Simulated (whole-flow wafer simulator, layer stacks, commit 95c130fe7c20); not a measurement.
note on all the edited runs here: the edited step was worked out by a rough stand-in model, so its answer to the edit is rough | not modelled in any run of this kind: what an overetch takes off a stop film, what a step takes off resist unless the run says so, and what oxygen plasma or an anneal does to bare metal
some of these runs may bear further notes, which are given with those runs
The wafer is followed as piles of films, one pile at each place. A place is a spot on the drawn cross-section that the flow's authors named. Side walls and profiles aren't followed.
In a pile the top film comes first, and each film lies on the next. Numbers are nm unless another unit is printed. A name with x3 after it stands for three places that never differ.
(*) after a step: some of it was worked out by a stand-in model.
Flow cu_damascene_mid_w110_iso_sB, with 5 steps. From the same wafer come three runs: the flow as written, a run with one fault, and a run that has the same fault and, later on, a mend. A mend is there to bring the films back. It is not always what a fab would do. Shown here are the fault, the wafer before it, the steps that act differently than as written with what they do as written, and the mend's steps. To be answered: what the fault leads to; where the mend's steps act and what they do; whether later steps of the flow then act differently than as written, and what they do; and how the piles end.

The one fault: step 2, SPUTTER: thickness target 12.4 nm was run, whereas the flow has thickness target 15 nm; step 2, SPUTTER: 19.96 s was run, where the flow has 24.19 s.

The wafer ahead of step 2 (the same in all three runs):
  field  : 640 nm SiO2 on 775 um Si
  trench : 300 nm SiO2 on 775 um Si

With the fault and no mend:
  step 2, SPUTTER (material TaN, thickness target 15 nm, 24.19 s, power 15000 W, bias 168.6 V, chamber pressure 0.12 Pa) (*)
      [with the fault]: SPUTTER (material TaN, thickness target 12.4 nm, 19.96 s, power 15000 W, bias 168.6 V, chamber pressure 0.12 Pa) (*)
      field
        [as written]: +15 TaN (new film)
        [with the fault]: +12.4 TaN (new film)
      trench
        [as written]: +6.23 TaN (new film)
        [with the fault]: +5.15 TaN (new film)
  None of the later steps of the flow differs from how it acts as written, at any place that is followed, by more than 2% or 0.5 nm, whichever is larger.
  By the end, the piles at field, trench depart from the flow's by more than 2% or 0.5 nm, whichever is larger.
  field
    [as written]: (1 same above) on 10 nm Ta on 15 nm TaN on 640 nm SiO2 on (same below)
    [with the fault]: (1 same above) on 10 nm Ta on 12.4 nm TaN on 640 nm SiO2 on (same below)
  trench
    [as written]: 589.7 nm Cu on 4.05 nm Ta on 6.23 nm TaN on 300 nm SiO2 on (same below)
    [with the fault]: 588.2 nm Cu on 4.08 nm Ta on 5.15 nm TaN on 300 nm SiO2 on (same below)

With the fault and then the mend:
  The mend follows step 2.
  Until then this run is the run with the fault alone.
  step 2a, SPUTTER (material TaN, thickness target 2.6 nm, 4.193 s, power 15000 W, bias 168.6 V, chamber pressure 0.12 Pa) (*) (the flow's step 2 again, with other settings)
      field
        +2.6 TaN
      trench
        +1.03 TaN
  None of the later steps of the flow acts differently than as written at any place that is followed.
  The piles end only slightly different from the flow's at the places that both follow, by no more than 2% or 0.5 nm, whichever is larger.
